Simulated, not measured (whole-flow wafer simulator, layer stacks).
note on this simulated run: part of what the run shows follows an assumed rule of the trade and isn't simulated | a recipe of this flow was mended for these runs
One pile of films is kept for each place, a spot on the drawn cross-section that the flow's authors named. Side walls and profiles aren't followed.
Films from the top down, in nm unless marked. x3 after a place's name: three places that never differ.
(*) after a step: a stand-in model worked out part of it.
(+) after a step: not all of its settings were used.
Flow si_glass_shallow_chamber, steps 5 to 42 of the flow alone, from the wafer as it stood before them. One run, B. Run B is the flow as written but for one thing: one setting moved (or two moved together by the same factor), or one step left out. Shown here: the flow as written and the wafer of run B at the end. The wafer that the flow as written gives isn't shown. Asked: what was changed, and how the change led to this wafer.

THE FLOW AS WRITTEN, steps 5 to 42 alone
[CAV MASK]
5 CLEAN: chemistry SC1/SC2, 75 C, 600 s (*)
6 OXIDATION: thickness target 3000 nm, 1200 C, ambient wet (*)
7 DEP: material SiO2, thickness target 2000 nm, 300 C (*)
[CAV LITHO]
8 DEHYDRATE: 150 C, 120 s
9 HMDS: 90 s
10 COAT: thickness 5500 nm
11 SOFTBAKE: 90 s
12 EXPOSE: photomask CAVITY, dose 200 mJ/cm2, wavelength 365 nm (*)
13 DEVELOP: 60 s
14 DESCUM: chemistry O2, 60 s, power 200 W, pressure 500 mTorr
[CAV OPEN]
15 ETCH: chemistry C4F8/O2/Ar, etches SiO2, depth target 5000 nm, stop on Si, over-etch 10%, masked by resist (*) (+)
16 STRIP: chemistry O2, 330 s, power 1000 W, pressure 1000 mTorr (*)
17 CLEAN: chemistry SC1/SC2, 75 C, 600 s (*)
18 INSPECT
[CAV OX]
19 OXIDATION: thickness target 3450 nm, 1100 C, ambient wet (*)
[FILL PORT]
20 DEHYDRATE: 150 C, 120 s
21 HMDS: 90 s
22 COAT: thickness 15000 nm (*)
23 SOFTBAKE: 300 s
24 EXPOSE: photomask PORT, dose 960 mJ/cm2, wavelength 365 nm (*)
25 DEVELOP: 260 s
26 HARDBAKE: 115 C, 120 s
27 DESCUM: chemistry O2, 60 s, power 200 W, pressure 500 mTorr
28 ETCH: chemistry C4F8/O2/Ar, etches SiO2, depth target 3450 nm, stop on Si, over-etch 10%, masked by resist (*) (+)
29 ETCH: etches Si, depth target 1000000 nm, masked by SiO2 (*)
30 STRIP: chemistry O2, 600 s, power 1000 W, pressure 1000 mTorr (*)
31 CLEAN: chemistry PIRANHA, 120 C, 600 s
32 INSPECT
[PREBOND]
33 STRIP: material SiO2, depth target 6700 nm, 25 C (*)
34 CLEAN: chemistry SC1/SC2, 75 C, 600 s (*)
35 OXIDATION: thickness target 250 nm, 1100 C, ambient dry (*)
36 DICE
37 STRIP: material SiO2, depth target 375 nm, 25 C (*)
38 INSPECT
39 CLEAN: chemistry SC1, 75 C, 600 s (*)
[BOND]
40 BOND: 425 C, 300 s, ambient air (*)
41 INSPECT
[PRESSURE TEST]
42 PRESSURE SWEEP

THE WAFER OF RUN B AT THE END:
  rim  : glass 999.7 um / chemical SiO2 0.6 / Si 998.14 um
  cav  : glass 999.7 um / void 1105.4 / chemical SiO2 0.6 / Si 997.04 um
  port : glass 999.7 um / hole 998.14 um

The cause: step 6, OXIDATION: thickness target 2784 nm was run, where the flow has thickness target 3000 nm.

How the change led to this, step by step:
  6 OXIDATION: thickness target 3000 nm, 1200 C, ambient wet (*)
      rim, ramp, cav, port, septum, ring: SiO2 +2784 (new film), chemical SiO2 -0.6 (all of it), Si -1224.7 (as written it would be: SiO2 +3000 (new film), chemical SiO2 -0.6 (all of it), Si -1319.7)
  15 ETCH: chemistry C4F8/O2/Ar, etches SiO2, depth target 5000 nm, stop on Si, over-etch 10%, masked by resist (*) (+)
      rim, ramp, septum, ring: thick-i-line-resist -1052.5 (as written it would be: thick-i-line-resist -1100)
      cav, port: SiO2 -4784 (all of it), Si -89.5 (as written it would be: SiO2 -5000 (all of it), Si -62.5)
  19 OXIDATION: thickness target 3450 nm, 1100 C, ambient wet (*)
      rim, ramp, septum, ring: SiO2 +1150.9, Si -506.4 (as written it would be: SiO2 +1110.9, Si -488.8)
  22 COAT: thickness 15000 nm (*)
      rim: thick-i-line-resist +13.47 um (new film) (as written it would be: thick-i-line-resist +13.4 um (new film))
      ramp: thick-i-line-resist +12.98 um (new film) (as written it would be: thick-i-line-resist +12.89 um (new film))
      (and at 3 more places)
  23 SOFTBAKE: 300 s
      rim: thick-i-line-resist -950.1 (as written it would be: thick-i-line-resist -997)
      ramp: thick-i-line-resist -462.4 (as written it would be: thick-i-line-resist -487.1)
      (and at 4 more places)
  25 DEVELOP: 260 s
      port: thick-i-line-resist -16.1 um (all of it) (as written it would be: thick-i-line-resist -16.16 um (all of it))
  29 ETCH: etches Si, depth target 1000000 nm, masked by SiO2 (*)
      rim, ramp: thick-i-line-resist -11.59 um (all of it), SiO2 -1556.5 (as written it would be: thick-i-line-resist -11.47 um (all of it), SiO2 -1617.3)
      port: hole +997.12 um (new film), Si -997.12 um (all of it) (as written it would be: hole +997.05 um (new film), Si -997.05 um (all of it))
      (and at 2 more places)
  30 STRIP: chemistry O2, 600 s, power 1000 W, pressure 1000 mTorr (*)
      cav: thick-i-line-resist -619 (all of it) (as written it would be: thick-i-line-resist -669.6 (all of it))
  33 STRIP: material SiO2, depth target 6700 nm, 25 C (*)
      rim, ramp: SiO2 -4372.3 (all of it) (as written it would be: SiO2 -4487.5 (all of it))
      septum: SiO2 -5561.4 (all of it) (as written it would be: SiO2 -5732.1 (all of it))
      (and at 1 more place)
